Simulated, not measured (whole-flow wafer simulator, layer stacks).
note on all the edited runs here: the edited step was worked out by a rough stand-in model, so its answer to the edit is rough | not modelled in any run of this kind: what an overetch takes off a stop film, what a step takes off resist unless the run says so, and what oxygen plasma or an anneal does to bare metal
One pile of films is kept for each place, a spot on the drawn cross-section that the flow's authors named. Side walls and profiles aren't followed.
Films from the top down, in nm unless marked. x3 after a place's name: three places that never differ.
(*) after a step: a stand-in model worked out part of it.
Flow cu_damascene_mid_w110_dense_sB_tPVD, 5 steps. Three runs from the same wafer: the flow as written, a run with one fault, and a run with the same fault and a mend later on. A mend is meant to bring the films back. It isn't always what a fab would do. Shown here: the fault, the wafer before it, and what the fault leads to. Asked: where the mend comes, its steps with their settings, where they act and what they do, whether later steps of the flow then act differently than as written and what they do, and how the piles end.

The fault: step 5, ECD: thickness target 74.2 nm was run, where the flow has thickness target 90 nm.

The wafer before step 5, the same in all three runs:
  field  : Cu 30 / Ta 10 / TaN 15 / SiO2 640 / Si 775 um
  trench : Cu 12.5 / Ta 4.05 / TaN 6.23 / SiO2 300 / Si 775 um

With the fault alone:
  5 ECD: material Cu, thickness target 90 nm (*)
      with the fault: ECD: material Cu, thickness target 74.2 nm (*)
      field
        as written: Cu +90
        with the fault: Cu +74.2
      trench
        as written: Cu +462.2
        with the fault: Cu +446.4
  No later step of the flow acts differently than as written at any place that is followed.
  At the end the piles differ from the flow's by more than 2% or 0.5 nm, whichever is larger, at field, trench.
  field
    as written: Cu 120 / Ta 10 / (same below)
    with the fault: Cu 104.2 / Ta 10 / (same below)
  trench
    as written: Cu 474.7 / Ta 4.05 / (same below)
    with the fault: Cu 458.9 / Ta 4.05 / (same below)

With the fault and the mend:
  The mend comes after step 5.
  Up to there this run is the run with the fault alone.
  5a ECD: material Cu, thickness target 15.8 nm (the flow's step 5 once more, with other settings)
      field, trench
        Cu +15.8
  No later step of the flow acts differently than as written at any place that is followed.
  At the end the piles are the same as the flow's at every place that both follow.
